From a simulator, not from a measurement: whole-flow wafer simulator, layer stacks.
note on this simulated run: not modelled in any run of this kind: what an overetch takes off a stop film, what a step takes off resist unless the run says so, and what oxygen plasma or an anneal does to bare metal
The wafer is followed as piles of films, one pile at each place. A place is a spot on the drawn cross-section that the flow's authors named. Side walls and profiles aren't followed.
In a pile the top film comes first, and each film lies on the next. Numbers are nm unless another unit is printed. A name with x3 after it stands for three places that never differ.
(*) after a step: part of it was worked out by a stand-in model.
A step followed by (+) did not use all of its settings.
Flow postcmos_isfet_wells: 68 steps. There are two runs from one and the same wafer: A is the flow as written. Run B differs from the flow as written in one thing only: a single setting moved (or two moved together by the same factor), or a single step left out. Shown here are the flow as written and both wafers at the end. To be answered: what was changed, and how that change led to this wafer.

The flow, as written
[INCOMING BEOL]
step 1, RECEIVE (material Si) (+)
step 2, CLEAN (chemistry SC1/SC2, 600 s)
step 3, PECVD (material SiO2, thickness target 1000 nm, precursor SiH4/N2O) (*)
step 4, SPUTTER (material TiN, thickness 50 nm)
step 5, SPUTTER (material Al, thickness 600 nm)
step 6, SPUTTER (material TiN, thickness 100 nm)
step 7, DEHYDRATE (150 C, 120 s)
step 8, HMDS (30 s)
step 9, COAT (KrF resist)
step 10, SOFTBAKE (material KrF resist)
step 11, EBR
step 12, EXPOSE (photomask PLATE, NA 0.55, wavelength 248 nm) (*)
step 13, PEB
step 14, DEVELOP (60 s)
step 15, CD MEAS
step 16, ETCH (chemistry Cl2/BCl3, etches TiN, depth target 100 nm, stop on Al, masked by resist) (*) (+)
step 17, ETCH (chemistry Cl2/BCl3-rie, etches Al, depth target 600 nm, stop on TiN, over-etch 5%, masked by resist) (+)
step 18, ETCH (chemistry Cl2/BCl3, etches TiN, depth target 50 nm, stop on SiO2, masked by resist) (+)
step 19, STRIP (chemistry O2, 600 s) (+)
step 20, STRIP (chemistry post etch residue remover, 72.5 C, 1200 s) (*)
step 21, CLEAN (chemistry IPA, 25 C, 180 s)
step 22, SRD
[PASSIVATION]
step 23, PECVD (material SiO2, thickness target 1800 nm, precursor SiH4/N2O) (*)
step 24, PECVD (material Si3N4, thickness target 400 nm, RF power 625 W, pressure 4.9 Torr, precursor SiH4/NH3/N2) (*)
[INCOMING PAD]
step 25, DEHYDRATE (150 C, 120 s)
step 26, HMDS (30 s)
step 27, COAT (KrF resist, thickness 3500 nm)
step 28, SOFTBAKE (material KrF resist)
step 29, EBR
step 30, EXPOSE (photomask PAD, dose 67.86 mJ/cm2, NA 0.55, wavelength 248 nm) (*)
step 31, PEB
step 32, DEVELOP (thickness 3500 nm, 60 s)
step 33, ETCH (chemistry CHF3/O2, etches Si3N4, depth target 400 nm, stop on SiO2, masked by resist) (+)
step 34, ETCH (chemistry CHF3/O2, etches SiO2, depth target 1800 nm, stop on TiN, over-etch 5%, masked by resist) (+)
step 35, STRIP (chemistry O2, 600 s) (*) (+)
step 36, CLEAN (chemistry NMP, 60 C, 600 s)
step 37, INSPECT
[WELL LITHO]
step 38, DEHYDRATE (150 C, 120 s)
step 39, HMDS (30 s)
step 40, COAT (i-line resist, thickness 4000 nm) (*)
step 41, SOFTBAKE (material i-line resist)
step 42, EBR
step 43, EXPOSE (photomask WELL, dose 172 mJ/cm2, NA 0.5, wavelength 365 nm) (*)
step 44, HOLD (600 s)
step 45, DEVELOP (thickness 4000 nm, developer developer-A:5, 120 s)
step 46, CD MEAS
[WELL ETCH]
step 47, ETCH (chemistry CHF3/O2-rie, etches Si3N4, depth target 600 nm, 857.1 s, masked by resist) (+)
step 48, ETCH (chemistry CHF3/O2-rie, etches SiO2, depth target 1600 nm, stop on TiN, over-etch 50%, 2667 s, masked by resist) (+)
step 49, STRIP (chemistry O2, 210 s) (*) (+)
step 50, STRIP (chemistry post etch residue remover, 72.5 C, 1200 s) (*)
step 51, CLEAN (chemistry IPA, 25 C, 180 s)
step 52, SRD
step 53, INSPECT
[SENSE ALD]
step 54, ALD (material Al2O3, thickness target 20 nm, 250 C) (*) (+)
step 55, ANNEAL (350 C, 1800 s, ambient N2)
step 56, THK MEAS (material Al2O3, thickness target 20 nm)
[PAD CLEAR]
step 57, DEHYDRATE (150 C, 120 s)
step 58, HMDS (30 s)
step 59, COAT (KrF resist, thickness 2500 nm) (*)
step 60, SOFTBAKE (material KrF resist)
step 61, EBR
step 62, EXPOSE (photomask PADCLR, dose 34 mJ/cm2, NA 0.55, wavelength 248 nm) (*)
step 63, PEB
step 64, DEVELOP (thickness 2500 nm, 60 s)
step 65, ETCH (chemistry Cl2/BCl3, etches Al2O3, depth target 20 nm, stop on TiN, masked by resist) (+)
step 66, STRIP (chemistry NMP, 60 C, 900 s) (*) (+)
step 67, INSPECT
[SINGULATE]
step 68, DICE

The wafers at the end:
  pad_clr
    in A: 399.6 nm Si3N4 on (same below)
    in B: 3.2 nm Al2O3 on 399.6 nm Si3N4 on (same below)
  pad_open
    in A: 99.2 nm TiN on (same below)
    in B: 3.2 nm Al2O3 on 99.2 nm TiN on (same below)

What caused this: step 65, ETCH: depth target 16.8 nm was run, while the flow as written has depth target 20 nm.

Step by step, how the change led to this:
  step 65, ETCH (chemistry Cl2/BCl3, etches Al2O3, depth target 20 nm, stop on TiN, masked by resist) (+)
      pad_clr, pad_open: A -20 Al2O3 (all of it) | B -16.8 Al2O3
      field, margin, pad_rim: A -25 KrF resist | B -21 KrF resist
